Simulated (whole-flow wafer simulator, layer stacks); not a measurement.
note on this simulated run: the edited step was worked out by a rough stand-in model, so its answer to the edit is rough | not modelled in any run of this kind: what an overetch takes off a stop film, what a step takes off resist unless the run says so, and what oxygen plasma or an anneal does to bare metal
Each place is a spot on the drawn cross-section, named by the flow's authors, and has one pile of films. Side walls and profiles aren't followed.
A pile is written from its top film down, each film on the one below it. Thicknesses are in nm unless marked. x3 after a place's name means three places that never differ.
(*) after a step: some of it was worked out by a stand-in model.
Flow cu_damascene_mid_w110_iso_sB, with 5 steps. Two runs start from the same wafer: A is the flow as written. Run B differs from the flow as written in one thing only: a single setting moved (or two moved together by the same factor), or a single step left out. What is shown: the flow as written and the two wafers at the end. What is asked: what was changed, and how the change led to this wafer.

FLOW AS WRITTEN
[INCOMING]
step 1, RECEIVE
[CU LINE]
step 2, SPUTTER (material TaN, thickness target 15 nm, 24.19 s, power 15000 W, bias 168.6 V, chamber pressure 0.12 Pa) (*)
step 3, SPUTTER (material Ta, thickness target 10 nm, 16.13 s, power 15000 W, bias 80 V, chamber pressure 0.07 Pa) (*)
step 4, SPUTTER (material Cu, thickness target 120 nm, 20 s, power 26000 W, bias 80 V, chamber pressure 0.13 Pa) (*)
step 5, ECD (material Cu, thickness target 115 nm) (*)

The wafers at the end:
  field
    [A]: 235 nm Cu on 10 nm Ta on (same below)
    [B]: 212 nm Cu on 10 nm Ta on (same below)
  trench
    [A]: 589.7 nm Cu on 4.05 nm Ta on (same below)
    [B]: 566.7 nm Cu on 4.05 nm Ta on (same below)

Cause: step 5, ECD: thickness target 92 nm was run, while the flow as written has thickness target 115 nm.

How this came from the change, step by step:
  step 5, ECD (material Cu, thickness target 115 nm) (*)
      field: A +115 Cu | B +92 Cu
      trench: A +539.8 Cu | B +516.8 Cu
